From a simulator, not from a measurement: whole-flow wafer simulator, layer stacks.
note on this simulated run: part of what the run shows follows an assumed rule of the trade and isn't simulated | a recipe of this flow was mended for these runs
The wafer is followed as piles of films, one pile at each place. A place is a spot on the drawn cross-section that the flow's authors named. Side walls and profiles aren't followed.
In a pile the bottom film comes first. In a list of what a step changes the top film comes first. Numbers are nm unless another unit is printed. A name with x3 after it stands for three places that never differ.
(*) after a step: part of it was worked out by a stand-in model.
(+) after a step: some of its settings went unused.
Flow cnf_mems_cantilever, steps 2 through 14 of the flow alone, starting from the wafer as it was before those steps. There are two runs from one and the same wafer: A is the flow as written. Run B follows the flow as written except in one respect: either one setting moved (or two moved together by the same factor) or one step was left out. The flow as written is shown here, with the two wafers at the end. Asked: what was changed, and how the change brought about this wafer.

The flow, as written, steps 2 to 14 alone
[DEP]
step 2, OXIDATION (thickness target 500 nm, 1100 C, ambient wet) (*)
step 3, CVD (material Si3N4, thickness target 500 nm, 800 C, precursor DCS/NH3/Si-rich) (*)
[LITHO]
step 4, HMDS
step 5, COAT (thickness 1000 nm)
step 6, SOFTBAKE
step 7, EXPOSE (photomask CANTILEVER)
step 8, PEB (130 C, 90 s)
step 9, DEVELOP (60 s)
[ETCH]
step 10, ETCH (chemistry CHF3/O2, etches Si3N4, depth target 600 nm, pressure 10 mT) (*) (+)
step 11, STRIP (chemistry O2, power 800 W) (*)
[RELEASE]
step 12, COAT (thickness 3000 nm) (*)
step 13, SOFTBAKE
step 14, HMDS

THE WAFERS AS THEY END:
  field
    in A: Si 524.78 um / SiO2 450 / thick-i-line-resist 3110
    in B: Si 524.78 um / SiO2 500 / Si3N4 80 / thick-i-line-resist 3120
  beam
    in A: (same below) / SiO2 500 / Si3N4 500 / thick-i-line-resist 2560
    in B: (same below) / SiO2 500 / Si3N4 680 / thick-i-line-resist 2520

What caused this: step 3, CVD: thickness target 680 nm was run, while the flow as written has thickness target 500 nm.
The wafer lets one read it off: beam has Si3N4 680, and step 3 as written asks for 500 nm.

The path from the change to this, step by step:
  step 3, CVD (material Si3N4, thickness target 500 nm, 800 C, precursor DCS/NH3/Si-rich) (*)
      field, beam: A Si3N4 gains 500 (new film) | B Si3N4 gains 680 (new film)
  step 10, ETCH (chemistry CHF3/O2, etches Si3N4, depth target 600 nm, pressure 10 mT) (*) (+)
      field: A Si3N4 loses 500 (all of it), SiO2 loses 50 | B Si3N4 loses 600
  step 13, SOFTBAKE
      field: A thick-i-line-resist gains 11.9 | B thick-i-line-resist gains 13.2
      beam: A thick-i-line-resist loses 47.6 | B thick-i-line-resist loses 52.8
